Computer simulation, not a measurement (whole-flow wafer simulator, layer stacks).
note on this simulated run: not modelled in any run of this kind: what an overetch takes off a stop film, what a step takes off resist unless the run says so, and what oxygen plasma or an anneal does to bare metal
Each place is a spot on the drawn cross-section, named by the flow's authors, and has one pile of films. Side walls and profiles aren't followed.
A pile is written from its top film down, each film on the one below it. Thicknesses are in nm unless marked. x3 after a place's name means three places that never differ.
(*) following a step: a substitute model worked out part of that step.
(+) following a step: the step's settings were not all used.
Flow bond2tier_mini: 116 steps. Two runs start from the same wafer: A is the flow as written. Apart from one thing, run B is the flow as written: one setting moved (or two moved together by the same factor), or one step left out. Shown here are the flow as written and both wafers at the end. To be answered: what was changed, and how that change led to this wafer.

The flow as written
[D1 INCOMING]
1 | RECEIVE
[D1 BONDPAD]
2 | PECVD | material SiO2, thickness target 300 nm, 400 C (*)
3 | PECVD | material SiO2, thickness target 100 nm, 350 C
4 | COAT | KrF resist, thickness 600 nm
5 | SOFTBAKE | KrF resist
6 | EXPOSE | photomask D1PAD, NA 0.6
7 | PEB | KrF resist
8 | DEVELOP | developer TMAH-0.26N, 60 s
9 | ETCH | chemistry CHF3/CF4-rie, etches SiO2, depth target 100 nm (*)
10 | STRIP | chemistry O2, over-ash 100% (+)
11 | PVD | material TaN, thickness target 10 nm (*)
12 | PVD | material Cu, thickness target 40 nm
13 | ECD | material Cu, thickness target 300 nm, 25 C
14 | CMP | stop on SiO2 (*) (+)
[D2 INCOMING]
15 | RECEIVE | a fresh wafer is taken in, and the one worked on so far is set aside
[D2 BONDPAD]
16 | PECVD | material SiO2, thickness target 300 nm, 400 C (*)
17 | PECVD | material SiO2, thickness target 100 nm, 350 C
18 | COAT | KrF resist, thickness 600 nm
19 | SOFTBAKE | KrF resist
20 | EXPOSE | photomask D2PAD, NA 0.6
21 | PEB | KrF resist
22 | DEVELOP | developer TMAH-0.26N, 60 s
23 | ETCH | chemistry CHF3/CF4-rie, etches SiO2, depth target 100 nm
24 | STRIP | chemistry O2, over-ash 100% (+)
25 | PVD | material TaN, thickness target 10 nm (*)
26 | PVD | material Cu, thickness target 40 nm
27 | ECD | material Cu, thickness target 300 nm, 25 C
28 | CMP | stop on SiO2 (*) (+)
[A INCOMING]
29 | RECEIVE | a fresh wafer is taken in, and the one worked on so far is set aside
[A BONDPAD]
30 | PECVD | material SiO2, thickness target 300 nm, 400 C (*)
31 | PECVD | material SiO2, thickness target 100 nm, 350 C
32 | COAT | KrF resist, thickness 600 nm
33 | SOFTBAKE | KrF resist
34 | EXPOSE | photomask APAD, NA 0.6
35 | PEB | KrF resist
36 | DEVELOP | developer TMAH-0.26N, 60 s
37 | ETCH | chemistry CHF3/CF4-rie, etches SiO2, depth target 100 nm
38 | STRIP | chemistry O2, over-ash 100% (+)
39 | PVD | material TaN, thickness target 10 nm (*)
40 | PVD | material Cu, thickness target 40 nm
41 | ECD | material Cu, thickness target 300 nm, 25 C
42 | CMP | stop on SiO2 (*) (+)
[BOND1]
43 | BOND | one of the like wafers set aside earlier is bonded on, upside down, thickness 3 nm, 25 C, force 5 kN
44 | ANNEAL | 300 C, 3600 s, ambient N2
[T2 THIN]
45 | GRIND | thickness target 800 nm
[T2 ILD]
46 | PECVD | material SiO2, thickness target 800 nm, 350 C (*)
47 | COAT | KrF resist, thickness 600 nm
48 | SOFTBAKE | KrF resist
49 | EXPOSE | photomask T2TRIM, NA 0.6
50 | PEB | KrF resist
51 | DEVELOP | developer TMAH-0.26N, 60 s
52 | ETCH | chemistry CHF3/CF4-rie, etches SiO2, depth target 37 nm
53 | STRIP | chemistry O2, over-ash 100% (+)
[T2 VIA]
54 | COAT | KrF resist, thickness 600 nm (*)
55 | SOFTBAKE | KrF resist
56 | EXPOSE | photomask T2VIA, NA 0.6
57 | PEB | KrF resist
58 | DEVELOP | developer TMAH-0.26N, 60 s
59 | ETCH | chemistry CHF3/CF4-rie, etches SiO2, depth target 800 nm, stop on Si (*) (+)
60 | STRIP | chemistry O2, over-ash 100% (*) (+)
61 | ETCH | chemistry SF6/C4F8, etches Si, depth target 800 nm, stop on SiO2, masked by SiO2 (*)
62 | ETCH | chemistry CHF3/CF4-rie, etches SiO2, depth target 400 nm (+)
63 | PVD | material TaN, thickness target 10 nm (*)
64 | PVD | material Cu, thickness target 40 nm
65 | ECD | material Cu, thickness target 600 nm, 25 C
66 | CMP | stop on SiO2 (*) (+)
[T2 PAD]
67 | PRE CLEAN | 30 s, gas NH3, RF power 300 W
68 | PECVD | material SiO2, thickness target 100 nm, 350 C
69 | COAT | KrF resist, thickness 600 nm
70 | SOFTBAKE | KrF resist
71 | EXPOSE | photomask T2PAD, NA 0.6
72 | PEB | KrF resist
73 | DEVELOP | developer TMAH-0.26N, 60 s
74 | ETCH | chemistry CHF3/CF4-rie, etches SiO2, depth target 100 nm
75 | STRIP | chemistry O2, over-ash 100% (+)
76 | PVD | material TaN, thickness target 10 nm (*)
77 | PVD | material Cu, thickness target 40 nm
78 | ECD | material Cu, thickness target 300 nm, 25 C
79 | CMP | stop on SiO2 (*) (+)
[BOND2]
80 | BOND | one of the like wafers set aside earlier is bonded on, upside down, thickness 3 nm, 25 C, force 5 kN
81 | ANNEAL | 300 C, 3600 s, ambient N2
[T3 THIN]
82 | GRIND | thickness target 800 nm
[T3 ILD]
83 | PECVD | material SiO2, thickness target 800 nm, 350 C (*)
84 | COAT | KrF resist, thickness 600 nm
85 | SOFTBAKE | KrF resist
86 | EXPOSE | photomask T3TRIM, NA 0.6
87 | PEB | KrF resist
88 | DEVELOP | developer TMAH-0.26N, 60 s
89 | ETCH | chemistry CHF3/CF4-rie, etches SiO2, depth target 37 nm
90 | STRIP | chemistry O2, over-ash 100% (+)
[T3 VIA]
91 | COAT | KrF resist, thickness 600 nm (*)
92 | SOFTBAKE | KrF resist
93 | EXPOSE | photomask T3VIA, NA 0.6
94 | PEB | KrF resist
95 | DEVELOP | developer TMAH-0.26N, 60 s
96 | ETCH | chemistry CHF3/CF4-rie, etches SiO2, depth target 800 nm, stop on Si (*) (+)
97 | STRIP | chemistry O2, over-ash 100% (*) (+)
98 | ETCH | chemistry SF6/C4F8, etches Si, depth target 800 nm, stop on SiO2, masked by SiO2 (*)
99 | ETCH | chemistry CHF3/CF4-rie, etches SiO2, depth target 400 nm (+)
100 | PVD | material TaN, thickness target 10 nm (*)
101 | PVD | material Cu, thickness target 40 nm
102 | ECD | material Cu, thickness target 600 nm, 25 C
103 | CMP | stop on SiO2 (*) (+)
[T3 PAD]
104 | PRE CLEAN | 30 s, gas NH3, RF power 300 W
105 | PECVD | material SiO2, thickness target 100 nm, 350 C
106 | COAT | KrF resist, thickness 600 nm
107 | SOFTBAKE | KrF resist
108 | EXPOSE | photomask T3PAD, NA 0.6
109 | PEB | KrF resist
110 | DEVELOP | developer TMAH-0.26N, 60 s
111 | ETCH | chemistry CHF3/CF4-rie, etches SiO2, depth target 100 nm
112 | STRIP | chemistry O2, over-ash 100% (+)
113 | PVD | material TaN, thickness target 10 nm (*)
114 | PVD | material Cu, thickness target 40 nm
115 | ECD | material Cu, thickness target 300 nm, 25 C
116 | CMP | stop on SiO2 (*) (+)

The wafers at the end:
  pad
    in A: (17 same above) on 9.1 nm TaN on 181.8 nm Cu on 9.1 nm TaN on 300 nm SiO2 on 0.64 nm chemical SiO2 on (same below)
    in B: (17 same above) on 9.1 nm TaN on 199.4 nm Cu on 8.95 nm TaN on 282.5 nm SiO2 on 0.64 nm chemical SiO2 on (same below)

What caused this: step 37, ETCH: depth target 117.5 nm was run, while the flow as written has depth target 100 nm.

How this came from the change, step by step:
  37 | ETCH | chemistry CHF3/CF4-rie, etches SiO2, depth target 100 nm
      pad, via: A SiO2 loses 100 | B SiO2 loses 117.5
      field: A KrF resist loses 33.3 | B KrF resist loses 39.2
  41 | ECD | material Cu, thickness target 300 nm, 25 C
      pad: A Cu gains 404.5 | B Cu gains 422.7
      via: A Cu gains 400.2 | B Cu gains 417.8
